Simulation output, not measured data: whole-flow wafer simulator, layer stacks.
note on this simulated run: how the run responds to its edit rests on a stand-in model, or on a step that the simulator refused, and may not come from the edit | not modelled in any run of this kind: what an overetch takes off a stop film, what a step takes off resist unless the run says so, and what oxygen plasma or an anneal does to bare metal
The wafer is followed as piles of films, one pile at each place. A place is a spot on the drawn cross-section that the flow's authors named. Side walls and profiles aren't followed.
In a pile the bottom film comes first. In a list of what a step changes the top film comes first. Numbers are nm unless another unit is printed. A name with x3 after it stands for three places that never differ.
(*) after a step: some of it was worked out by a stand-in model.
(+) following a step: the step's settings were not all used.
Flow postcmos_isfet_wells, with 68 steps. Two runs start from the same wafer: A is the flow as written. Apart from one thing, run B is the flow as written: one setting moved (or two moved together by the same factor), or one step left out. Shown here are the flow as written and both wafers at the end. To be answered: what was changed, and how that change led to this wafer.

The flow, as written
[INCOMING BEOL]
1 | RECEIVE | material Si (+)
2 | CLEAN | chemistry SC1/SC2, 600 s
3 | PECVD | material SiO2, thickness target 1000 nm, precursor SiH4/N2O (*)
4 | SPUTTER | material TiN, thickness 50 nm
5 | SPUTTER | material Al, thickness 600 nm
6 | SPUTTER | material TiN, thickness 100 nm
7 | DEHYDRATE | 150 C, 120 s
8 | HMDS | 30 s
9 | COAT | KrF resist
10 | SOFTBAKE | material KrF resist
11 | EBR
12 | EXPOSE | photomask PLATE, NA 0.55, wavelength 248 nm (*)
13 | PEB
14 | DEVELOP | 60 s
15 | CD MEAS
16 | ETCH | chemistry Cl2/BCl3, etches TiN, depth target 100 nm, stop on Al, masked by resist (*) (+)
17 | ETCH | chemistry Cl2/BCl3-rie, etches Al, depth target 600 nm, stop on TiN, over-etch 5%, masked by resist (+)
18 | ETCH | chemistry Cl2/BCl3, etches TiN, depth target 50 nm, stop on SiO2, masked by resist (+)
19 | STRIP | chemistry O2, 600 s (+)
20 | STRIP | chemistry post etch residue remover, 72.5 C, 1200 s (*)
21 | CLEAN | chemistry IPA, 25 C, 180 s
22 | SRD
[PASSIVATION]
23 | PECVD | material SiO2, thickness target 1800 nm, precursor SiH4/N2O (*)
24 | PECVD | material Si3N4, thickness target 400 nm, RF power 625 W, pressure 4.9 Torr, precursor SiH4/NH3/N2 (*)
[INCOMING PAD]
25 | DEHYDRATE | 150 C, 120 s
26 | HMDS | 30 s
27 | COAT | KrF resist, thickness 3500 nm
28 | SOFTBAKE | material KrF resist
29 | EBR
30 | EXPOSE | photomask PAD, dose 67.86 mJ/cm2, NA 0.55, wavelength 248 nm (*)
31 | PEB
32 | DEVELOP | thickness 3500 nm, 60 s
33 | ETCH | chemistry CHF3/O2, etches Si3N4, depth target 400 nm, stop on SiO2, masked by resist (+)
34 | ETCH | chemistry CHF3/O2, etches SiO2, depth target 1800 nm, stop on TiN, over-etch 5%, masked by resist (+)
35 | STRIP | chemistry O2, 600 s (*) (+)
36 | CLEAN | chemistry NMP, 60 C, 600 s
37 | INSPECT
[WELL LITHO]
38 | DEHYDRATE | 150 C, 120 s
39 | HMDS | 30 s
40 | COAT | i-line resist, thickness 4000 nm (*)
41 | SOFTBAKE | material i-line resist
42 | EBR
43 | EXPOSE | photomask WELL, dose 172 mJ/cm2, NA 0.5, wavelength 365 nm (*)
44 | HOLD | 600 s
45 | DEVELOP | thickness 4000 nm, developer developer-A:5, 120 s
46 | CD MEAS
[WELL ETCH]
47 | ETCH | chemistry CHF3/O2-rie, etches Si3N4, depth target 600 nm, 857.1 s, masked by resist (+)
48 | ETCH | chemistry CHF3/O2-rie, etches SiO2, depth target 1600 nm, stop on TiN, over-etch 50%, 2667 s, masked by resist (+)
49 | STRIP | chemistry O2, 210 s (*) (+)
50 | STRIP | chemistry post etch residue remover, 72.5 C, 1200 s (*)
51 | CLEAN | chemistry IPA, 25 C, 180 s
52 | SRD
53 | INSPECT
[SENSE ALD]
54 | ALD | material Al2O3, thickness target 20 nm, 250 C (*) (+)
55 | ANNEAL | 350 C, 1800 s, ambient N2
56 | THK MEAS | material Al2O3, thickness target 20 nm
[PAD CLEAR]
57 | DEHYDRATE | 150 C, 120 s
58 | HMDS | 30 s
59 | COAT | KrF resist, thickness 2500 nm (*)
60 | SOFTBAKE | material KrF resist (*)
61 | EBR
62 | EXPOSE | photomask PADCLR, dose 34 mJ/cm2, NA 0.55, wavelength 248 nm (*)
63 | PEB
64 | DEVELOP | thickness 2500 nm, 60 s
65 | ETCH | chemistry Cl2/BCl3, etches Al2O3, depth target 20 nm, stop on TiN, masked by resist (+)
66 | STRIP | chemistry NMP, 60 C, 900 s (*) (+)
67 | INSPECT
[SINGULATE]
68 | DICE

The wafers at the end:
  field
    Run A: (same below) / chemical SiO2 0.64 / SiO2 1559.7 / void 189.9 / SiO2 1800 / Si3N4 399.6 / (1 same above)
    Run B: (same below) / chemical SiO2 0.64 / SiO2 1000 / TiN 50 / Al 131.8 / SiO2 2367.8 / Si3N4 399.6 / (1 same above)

Cause: step 17, ETCH: depth target 412.5 nm was run, though the flow has depth target 600 nm.

How this came from the change, step by step:
  17 | ETCH | chemistry Cl2/BCl3-rie, etches Al, depth target 600 nm, stop on TiN, over-etch 5%, masked by resist (+)
      field: A Al loses 600 (all of it) | B Al loses 412.5
      margin, well900, well1300, well2000, well3000, pad_rim, pad_clr, pad_open: A KrF resist loses 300 | B KrF resist loses 206.2
  18 | ETCH | chemistry Cl2/BCl3, etches TiN, depth target 50 nm, stop on SiO2, masked by resist (+)
      field: A TiN loses 50 (all of it) | B Al loses 50
  19 | STRIP | chemistry O2, 600 s (+)
      margin, well900, well1300, well2000, well3000, pad_rim, pad_clr, pad_open: A KrF resist loses 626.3 (all of it) | B KrF resist loses 720 (all of it)
  20 | STRIP | chemistry post etch residue remover, 72.5 C, 1200 s (*)
      field: A nothing | B Al loses 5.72
  23 | PECVD | material SiO2, thickness target 1800 nm, precursor SiH4/N2O (*)
      field: A SiO2 gains 1800 (new film), void gains 189.9 (new film), SiO2 gains 559.7 | B SiO2 gains 2367.8 (new film)
If metal films that touch count as one body, field has 1 body; the flow as written gives 0 bodies.
